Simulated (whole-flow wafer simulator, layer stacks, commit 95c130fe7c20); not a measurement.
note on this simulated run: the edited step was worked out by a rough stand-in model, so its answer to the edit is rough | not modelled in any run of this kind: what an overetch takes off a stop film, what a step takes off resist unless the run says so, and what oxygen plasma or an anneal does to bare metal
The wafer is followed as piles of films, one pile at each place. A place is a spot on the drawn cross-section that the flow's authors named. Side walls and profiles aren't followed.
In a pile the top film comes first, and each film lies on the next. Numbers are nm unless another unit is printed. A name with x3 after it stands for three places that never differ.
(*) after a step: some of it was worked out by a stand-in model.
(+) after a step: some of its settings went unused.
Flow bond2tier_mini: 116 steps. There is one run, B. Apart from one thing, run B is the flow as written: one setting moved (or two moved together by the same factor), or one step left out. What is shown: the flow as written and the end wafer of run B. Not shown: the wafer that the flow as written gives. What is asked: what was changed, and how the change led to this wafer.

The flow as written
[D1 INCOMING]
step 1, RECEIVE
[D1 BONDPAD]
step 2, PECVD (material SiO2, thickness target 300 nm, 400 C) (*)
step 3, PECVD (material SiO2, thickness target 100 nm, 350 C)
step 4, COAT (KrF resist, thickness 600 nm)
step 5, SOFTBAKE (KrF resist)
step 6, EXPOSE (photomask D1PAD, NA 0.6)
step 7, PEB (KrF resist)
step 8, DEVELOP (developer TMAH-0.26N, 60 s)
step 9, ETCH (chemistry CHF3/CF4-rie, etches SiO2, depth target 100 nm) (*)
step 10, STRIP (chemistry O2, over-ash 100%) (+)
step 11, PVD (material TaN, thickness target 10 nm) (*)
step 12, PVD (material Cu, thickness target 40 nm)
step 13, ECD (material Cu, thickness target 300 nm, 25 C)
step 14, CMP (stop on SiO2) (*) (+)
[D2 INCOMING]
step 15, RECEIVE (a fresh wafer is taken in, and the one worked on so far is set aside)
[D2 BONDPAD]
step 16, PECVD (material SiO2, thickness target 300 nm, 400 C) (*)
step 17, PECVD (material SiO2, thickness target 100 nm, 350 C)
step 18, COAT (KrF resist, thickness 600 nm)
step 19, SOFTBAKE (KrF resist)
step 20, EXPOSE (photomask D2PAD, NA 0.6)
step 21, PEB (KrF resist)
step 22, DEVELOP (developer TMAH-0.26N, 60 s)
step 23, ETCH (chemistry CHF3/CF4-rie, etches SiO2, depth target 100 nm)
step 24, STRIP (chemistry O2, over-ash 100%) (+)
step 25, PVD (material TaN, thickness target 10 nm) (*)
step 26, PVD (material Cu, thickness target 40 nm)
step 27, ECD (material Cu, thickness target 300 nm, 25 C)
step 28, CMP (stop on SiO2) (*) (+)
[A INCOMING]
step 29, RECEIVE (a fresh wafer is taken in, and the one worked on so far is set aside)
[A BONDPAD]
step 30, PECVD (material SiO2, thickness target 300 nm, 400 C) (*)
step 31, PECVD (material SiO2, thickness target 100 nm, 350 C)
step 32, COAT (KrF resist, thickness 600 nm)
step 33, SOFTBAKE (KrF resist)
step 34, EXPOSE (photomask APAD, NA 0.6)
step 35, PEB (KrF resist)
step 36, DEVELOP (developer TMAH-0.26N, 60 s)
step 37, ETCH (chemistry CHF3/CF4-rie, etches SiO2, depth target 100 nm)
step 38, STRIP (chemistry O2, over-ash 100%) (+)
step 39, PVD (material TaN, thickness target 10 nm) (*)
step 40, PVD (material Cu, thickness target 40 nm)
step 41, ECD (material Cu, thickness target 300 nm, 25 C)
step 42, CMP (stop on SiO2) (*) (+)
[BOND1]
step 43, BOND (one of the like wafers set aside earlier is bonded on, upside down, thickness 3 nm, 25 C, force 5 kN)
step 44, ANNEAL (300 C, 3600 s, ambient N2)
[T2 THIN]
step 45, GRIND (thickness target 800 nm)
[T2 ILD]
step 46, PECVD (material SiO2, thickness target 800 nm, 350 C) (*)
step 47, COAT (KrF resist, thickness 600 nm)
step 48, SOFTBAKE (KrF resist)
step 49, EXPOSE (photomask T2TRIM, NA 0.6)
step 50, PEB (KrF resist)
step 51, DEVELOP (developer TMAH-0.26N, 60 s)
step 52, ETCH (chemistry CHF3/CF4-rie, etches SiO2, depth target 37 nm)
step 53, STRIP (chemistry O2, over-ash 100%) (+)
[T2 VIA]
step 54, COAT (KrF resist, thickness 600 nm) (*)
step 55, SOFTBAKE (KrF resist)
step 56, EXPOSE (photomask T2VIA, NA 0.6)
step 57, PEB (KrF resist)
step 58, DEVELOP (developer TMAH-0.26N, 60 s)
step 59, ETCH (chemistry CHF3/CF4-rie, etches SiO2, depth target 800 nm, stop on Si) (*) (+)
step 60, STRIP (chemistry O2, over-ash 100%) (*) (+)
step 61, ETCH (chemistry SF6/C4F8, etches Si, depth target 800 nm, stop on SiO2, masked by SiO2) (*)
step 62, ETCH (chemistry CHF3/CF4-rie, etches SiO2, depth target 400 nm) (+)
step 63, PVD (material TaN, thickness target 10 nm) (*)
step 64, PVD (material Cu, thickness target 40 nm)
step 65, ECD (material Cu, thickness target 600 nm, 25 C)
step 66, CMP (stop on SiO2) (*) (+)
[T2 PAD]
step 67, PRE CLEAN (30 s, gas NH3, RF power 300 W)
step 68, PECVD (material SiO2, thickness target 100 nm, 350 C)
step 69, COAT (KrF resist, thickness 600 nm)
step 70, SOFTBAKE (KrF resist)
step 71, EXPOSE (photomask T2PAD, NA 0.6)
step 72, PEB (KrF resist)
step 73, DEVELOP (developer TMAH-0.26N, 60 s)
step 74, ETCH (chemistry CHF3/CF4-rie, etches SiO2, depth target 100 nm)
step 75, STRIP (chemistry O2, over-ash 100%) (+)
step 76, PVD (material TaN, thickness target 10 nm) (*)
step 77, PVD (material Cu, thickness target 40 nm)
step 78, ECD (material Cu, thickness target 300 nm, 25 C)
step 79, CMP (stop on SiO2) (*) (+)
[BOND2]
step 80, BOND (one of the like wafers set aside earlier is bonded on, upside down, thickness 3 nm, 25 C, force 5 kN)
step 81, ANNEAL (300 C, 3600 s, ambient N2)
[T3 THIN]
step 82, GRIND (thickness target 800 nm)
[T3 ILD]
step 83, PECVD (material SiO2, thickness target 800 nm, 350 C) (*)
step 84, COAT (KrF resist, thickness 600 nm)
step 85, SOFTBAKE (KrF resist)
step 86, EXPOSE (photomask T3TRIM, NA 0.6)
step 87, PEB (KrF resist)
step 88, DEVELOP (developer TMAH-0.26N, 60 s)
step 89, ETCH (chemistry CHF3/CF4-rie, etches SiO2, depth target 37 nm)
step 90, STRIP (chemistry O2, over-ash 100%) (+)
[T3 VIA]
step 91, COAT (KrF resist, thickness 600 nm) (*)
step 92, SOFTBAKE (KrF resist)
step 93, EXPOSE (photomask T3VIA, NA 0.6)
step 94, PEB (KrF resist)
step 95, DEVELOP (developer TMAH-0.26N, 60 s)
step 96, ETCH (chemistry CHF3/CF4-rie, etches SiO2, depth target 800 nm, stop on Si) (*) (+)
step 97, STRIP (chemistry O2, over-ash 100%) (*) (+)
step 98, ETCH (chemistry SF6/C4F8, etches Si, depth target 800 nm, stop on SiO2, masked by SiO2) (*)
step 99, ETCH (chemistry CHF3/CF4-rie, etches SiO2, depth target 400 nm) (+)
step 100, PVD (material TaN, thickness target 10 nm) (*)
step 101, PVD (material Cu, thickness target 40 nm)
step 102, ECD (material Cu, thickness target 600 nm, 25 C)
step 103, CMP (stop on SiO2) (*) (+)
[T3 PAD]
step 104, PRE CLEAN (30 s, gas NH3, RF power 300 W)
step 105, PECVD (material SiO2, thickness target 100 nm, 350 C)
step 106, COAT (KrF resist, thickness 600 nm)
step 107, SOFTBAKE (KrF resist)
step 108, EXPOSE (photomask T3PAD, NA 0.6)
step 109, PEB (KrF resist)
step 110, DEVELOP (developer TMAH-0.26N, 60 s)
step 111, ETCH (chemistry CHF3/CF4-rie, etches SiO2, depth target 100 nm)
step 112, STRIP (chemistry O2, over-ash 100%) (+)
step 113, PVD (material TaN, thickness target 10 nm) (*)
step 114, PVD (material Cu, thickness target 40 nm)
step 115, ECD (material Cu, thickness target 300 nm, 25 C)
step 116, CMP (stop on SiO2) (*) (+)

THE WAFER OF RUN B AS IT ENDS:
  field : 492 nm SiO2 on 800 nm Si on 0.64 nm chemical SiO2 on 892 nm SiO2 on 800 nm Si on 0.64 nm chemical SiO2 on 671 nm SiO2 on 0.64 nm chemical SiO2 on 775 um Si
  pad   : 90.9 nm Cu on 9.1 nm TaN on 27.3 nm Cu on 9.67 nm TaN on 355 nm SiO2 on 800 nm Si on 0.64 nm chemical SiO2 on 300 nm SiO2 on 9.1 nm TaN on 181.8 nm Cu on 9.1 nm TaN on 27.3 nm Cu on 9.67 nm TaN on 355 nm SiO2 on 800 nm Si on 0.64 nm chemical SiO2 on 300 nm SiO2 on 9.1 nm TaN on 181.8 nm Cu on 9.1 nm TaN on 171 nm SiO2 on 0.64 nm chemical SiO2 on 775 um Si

What caused this: step 30, PECVD: thickness target 171 nm was run, though the flow has thickness target 300 nm.
The wafer itself shows it: pad has SiO2 171, and step 30 as written asks for 300 nm.

Step by step, how the change led to this:
  step 30, PECVD (material SiO2, thickness target 300 nm, 400 C) (*)
      field, pad, via: SiO2 gains 171 (new film) (it would be, as written: SiO2 gains 300 (new film))
